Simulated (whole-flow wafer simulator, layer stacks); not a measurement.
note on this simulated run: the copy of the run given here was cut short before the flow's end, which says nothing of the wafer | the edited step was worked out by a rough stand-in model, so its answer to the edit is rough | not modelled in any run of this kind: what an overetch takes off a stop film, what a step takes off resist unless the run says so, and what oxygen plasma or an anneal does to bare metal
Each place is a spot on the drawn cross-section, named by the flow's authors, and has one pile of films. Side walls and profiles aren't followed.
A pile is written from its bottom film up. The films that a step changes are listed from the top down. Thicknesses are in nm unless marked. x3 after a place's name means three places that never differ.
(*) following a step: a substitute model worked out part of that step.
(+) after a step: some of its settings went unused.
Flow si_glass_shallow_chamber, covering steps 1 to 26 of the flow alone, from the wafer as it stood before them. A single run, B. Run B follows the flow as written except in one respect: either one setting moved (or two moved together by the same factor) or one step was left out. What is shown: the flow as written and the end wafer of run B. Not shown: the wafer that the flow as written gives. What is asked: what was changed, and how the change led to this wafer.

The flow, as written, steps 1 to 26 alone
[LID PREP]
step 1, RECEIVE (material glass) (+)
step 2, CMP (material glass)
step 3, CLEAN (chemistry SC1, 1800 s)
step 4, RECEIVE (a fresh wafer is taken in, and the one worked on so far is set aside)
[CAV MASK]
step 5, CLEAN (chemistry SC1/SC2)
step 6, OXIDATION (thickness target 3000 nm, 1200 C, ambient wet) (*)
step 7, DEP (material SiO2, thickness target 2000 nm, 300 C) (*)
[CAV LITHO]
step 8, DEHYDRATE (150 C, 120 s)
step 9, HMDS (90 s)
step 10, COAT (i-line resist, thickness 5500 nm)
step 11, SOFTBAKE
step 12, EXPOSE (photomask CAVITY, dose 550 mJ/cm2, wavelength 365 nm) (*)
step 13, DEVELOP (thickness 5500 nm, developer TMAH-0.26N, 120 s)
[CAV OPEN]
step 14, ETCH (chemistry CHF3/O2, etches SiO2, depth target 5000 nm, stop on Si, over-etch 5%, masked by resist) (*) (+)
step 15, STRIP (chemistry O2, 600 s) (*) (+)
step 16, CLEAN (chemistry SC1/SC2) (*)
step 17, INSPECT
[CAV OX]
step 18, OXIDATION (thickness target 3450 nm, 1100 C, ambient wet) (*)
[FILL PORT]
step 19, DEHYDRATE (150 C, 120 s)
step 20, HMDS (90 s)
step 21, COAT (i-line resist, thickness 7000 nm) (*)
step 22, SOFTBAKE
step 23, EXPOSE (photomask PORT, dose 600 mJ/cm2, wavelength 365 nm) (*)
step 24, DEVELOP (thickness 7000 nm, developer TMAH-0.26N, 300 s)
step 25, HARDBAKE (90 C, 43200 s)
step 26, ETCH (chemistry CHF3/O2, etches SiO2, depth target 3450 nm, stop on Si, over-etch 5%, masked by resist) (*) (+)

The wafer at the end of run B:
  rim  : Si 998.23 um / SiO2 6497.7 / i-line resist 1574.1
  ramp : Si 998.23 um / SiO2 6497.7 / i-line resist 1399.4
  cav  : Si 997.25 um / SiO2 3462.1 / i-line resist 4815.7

Cause: step 7, DEP: thickness target 2466 nm was run, while the flow as written has thickness target 2000 nm.

The path from the change to this, step by step:
  step 7, DEP (material SiO2, thickness target 2000 nm, 300 C) (*)
      rim, ramp, cav, port, septum, ring: SiO2 gains 2466 (it would be, as written: SiO2 gains 2000)
  step 14, ETCH (chemistry CHF3/O2, etches SiO2, depth target 5000 nm, stop on Si, over-etch 5%, masked by resist) (*) (+)
      cav, port: SiO2 loses 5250 (it would be, as written: SiO2 loses 5000 (all of it), Si loses 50)
  step 15, STRIP (chemistry O2, 600 s) (*) (+)
      cav, port: nothing (it would be, as written: chemical SiO2 gains 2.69 (new film), Si loses 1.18)
  step 18, OXIDATION (thickness target 3450 nm, 1100 C, ambient wet) (*)
      cav, port: SiO2 gains 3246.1, Si loses 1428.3 (it would be, as written: SiO2 gains 3450 (new film), chemical SiO2 loses 2.69 (all of it), Si loses 1516.8)
      rim, ramp, septum, ring: SiO2 gains 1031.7, Si loses 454 (it would be, as written: SiO2 gains 1109.8, Si loses 488.3)
  step 21, COAT (i-line resist, thickness 7000 nm) (*)
      ramp: i-line resist gains 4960 (new film) (it would be, as written: i-line resist gains 5087.8 (new film))
  step 22, SOFTBAKE
      rim: i-line resist loses 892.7 (it would be, as written: i-line resist loses 849)
      ramp: i-line resist loses 466 (it would be, as written: i-line resist loses 434.5)
      (also at 3 further places)
  step 25, HARDBAKE (90 C, 43200 s)
      rim: i-line resist loses 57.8 (it would be, as written: i-line resist loses 62.5)
      ramp: i-line resist loses 51.8 (it would be, as written: i-line resist loses 57.1)
  step 26, ETCH (chemistry CHF3/O2, etches SiO2, depth target 3450 nm, stop on Si, over-etch 5%, masked by resist) (*) (+)
      port: SiO2 loses 3462.1 (all of it), Si loses 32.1 (it would be, as written: SiO2 loses 3450 (all of it), Si loses 34.5)
